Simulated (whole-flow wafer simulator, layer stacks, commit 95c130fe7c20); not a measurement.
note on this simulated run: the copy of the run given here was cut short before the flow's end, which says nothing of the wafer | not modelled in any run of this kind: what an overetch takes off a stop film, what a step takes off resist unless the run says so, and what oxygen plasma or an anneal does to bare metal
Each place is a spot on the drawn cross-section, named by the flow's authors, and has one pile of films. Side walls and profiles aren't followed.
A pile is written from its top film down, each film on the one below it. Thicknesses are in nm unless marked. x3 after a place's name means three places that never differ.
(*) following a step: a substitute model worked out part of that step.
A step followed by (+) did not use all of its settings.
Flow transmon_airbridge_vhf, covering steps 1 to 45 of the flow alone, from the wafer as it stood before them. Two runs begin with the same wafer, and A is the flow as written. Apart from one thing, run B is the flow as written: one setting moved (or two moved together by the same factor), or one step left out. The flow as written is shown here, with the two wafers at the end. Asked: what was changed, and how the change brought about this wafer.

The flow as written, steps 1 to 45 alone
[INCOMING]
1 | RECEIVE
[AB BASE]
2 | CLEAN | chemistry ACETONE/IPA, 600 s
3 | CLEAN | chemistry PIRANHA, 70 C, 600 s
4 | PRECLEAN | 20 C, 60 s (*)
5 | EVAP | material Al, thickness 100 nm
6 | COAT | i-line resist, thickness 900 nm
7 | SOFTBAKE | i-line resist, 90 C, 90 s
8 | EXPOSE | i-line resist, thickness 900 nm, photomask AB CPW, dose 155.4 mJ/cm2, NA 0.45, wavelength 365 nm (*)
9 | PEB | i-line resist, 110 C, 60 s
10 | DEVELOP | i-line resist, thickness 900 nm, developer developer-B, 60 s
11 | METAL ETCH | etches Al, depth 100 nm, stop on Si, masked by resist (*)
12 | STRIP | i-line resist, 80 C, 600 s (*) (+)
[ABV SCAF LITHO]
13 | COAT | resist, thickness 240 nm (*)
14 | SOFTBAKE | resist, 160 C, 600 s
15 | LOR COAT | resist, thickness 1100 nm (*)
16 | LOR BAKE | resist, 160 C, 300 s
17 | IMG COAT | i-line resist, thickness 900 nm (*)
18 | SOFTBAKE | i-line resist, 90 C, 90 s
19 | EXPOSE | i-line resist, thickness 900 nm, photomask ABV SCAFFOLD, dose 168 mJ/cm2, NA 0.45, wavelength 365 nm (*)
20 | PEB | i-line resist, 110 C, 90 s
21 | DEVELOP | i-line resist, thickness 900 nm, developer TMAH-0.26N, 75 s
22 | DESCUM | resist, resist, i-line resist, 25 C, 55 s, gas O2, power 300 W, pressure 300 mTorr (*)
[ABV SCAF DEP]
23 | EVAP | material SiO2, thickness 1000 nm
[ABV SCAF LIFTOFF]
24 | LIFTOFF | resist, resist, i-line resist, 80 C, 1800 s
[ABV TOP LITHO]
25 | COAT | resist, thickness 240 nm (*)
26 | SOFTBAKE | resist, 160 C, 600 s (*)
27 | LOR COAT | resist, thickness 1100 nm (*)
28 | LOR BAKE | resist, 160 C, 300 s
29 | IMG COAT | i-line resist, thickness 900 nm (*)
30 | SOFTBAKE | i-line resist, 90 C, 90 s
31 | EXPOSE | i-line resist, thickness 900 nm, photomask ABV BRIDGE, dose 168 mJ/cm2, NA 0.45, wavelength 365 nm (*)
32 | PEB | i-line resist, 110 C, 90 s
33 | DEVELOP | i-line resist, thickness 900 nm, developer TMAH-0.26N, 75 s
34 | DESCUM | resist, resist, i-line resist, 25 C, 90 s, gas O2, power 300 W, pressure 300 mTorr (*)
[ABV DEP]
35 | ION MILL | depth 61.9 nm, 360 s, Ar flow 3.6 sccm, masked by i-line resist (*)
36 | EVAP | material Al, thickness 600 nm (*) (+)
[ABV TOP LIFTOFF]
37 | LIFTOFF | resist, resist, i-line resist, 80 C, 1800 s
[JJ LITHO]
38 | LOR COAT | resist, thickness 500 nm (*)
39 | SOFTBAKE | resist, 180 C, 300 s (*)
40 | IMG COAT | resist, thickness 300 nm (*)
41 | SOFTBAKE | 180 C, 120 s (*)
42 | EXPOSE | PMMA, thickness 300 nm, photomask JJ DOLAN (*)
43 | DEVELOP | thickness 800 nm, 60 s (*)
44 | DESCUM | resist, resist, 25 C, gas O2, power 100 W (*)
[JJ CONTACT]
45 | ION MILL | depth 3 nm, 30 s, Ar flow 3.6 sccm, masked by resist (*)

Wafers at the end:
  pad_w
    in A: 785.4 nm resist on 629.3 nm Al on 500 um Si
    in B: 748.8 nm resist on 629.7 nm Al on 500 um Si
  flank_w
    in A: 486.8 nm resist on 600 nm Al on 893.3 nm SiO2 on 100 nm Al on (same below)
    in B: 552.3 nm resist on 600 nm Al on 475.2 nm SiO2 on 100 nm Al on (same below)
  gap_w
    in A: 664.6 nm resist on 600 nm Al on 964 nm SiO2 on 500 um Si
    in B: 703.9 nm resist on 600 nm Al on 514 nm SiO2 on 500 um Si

Cause: step 23, EVAP: thickness 550 nm was run, while the flow as written has thickness 1000 nm.

The path from the change to this, step by step:
  23 | EVAP | material SiO2, thickness 1000 nm
      field x3, jj_line, ground_far and 10 more: A +1000 SiO2 (new film) | B +550 SiO2 (new film)
      flank_w, flank_e: A +929.3 SiO2 (new film) | B +511.1 SiO2 (new film)
  24 | LIFTOFF | resist, resist, i-line resist, 80 C, 1800 s
      field x3, jj_line, trace_open_s x2: A -1000 SiO2 (all of it), -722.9 i-line resist (all of it), -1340 resist (all of it) | B -550 SiO2 (all of it), -722.9 i-line resist (all of it), -1340 resist (all of it)
      pad_w, pad_e: A -1000 SiO2 (all of it), -718 i-line resist (all of it), -1330.2 resist (all of it) | B -550 SiO2 (all of it), -718 i-line resist (all of it), -1330.2 resist (all of it)
      (also at 1 further place)
  25 | COAT | resist, thickness 240 nm (*)
      flank_w, flank_e: A +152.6 resist (new film) | B +168.9 resist (new film)
      gap_w, gap_e: A +210.7 resist (new film) | B +229.7 resist (new film)
      (also at 6 further places)
  27 | LOR COAT | resist, thickness 1100 nm (*)
      gap_w, gap_e: A +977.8 resist | B +1041.5 resist
      margin_s, margin_n: A +823.4 resist | B +937.6 resist
      (also at 6 further places)
  29 | IMG COAT | i-line resist, thickness 900 nm (*)
      gap_w, gap_e: A +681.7 i-line resist (new film) | B +792 i-line resist (new film)
      margin_s, margin_n: A +603.2 i-line resist (new film) | B +744.4 i-line resist (new film)
      (also at 7 further places)
  32 | PEB | i-line resist, 110 C, 90 s
      pad_w, pad_e: A -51 i-line resist | B -48.8 i-line resist
      flank_w, flank_e: A -38.3 i-line resist | B -42.7 i-line resist
      (also at 7 further places)
  33 | DEVELOP | i-line resist, thickness 900 nm, developer TMAH-0.26N, 75 s
      gap_w, gap_e: A -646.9 i-line resist (all of it), -977.8 resist | B -751.4 i-line resist (all of it), -1041.5 resist
      pad_w: A -937.2 i-line resist (all of it), -1247.8 resist | B -897.9 i-line resist (all of it), -1176.7 resist
      (also at 5 further places)
  34 | DESCUM | resist, resist, i-line resist, 25 C, 90 s, gas O2, power 300 W, pressure 300 mTorr (*)
      flank_w, flank_e: A -152.6 resist (all of it) | B -168.9 resist (all of it)
      gap_w, gap_e: A -210.7 resist (all of it) | B -229.7 resist (all of it)
      (also at 4 further places)
  37 | LIFTOFF | resist, resist, i-line resist, 80 C, 1800 s
      margin_s, margin_n: A -600 Al (all of it), -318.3 i-line resist (all of it), -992 resist (all of it) | B -600 Al (all of it), -452.2 i-line resist (all of it), -1132 resist (all of it)
      ground_far: A -600 Al (all of it), -717.9 i-line resist (all of it), -1384.9 resist (all of it) | B -600 Al (all of it), -661.7 i-line resist (all of it), -1368 resist (all of it)
  38 | LOR COAT | resist, thickness 500 nm (*)
      pad_w, pad_e: A +517 resist (new film) | B +492.2 resist (new film)
      flank_w, flank_e: A +306.5 resist (new film) | B +360.8 resist (new film)
      (also at 6 further places)
  40 | IMG COAT | resist, thickness 300 nm (*)
      pad_w, pad_e: A +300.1 resist | B +288.3 resist
      flank_w, flank_e: A +212.1 resist | B +223.3 resist
      (also at 6 further places)
